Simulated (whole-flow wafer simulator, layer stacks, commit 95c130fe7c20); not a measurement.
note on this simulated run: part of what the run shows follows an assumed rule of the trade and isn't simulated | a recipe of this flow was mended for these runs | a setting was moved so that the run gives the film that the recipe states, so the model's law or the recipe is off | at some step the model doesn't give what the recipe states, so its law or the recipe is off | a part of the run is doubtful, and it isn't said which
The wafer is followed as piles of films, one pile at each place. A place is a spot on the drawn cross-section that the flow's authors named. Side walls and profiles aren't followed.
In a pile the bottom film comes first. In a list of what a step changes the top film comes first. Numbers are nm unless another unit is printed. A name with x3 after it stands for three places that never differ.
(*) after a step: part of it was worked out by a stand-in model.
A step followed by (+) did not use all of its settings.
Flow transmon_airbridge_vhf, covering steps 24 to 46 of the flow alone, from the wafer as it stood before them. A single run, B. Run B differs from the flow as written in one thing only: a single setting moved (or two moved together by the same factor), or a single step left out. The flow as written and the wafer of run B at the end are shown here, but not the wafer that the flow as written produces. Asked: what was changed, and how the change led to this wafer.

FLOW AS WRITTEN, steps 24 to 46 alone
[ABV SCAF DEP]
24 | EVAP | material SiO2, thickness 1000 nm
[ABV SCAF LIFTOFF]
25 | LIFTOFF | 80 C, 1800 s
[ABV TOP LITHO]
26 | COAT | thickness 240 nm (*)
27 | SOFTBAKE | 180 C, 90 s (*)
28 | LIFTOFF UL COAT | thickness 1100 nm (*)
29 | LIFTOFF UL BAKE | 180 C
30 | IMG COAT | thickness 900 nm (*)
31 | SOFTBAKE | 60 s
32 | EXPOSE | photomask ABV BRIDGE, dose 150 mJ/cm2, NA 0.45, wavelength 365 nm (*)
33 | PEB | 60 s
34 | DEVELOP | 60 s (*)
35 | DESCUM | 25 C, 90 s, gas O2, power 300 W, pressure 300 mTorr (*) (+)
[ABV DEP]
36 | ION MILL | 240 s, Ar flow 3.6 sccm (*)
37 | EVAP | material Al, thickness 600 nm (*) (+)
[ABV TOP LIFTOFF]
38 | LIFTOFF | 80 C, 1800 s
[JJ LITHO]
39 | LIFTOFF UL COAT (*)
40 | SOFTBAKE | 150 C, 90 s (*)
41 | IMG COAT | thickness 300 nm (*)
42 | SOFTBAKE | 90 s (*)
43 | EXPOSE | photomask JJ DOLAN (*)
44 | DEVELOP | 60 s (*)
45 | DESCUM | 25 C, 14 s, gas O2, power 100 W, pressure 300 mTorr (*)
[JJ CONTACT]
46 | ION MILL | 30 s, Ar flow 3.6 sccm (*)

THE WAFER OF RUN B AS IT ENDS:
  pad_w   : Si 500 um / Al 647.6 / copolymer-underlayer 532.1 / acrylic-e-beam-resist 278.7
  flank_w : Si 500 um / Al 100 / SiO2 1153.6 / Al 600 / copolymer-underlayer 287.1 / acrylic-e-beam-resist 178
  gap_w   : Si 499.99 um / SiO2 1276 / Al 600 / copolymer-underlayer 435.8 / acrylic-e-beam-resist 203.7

What caused this: step 24, EVAP: thickness 1300 nm was run, whereas the flow has thickness 1000 nm.

The path from the change to this, step by step:
  24 | EVAP | material SiO2, thickness 1000 nm
      field x3, jj_line, ground_far and 10 more: SiO2 gains 1300 (new film) (it would be, as written: SiO2 gains 1000 (new film))
      flank_w, flank_e: SiO2 gains 1177.6 (new film) (it would be, as written: SiO2 gains 905.8 (new film))
  25 | LIFTOFF | 80 C, 1800 s
      field x3, jj_line, trace_open_s x2: SiO2 loses 1300 (all of it), i-line-resist loses 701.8 (all of it), lift-off-underlayer loses 1100 (all of it), acrylic-e-beam-resist loses 240 (all of it) (it would be, as written: SiO2 loses 1000 (all of it), i-line-resist loses 701.8 (all of it), lift-off-underlayer loses 1100 (all of it), acrylic-e-beam-resist loses 240 (all of it))
      pad_w, pad_e: SiO2 loses 1300 (all of it), i-line-resist loses 696.3 (all of it), lift-off-underlayer loses 1089.9 (all of it), acrylic-e-beam-resist loses 239.3 (all of it) (it would be, as written: SiO2 loses 1000 (all of it), i-line-resist loses 696.3 (all of it), lift-off-underlayer loses 1089.9 (all of it), acrylic-e-beam-resist loses 239.3 (all of it))
      (also at 1 further place)
  26 | COAT | thickness 240 nm (*)
      flank_w, flank_e: acrylic-e-beam-resist gains 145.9 (new film) (it would be, as written: acrylic-e-beam-resist gains 155.2 (new film))
      gap_w, gap_e: acrylic-e-beam-resist gains 198 (new film) (it would be, as written: acrylic-e-beam-resist gains 211.2 (new film))
      (also at 6 further places)
  28 | LIFTOFF UL COAT | thickness 1100 nm (*)
      gap_w, gap_e: lift-off-underlayer gains 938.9 (new film) (it would be, as written: lift-off-underlayer gains 979.6 (new film))
      margin_s, margin_n: lift-off-underlayer gains 757.1 (new film) (it would be, as written: lift-off-underlayer gains 823.4 (new film))
      (also at 6 further places)
  30 | IMG COAT | thickness 900 nm (*)
      gap_w, gap_e: i-line-resist gains 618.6 (new film) (it would be, as written: i-line-resist gains 685.3 (new film))
      margin_s, margin_n: i-line-resist gains 508.4 (new film) (it would be, as written: i-line-resist gains 603.2 (new film))
      (also at 7 further places)
  33 | PEB | 60 s
      flank_w, flank_e: i-line-resist loses 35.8 (it would be, as written: i-line-resist loses 38.8)
      gap_w, gap_e: i-line-resist loses 31.5 (it would be, as written: i-line-resist loses 35)
      (also at 7 further places)
  34 | DEVELOP | 60 s (*)
      gap_w, gap_e: i-line-resist loses 587.1 (all of it), lift-off-underlayer loses 938.9 (all of it) (it would be, as written: i-line-resist loses 650.2 (all of it), lift-off-underlayer loses 979.6 (all of it))
      pad_w: i-line-resist loses 962.1 (all of it), lift-off-underlayer loses 1292.8 (all of it) (it would be, as written: i-line-resist loses 937.3 (all of it), lift-off-underlayer loses 1246.2 (all of it))
      (also at 5 further places)
  35 | DESCUM | 25 C, 90 s, gas O2, power 300 W, pressure 300 mTorr (*) (+)
      field x3, jj_line, ground_far, trace_open_s x2, margin_s, margin_n: i-line-resist loses 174 (it would be, as written: i-line-resist loses 167.2)
      flank_w, flank_e: acrylic-e-beam-resist loses 145.9 (all of it) (it would be, as written: acrylic-e-beam-resist loses 155.2 (all of it))
      (also at 6 further places)
  38 | LIFTOFF | 80 C, 1800 s
      margin_s, margin_n: Al loses 600 (all of it), i-line-resist loses 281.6 (all of it), lift-off-underlayer loses 757.1 (all of it), acrylic-e-beam-resist loses 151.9 (all of it) (it would be, as written: Al loses 600 (all of it), i-line-resist loses 378.2 (all of it), lift-off-underlayer loses 823.4 (all of it), acrylic-e-beam-resist loses 168.6 (all of it))
      ground_far: Al loses 600 (all of it), i-line-resist loses 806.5 (all of it), lift-off-underlayer loses 1141.3 (all of it), acrylic-e-beam-resist loses 251.9 (all of it) (it would be, as written: Al loses 600 (all of it), i-line-resist loses 776.6 (all of it), lift-off-underlayer loses 1134.8 (all of it), acrylic-e-beam-resist loses 250.1 (all of it))
  39 | LIFTOFF UL COAT (*)
      pad_w, pad_e: copolymer-underlayer gains 532.1 (new film) (it would be, as written: copolymer-underlayer gains 513.6 (new film))
      flank_w, flank_e: copolymer-underlayer gains 287.1 (new film) (it would be, as written: copolymer-underlayer gains 308 (new film))
      (also at 6 further places)
  41 | IMG COAT | thickness 300 nm (*)
      pad_w, pad_e: acrylic-e-beam-resist gains 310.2 (new film) (it would be, as written: acrylic-e-beam-resist gains 300.2 (new film))
      flank_w, flank_e: acrylic-e-beam-resist gains 209.6 (new film) (it would be, as written: acrylic-e-beam-resist gains 217.1 (new film))
      (also at 6 further places)
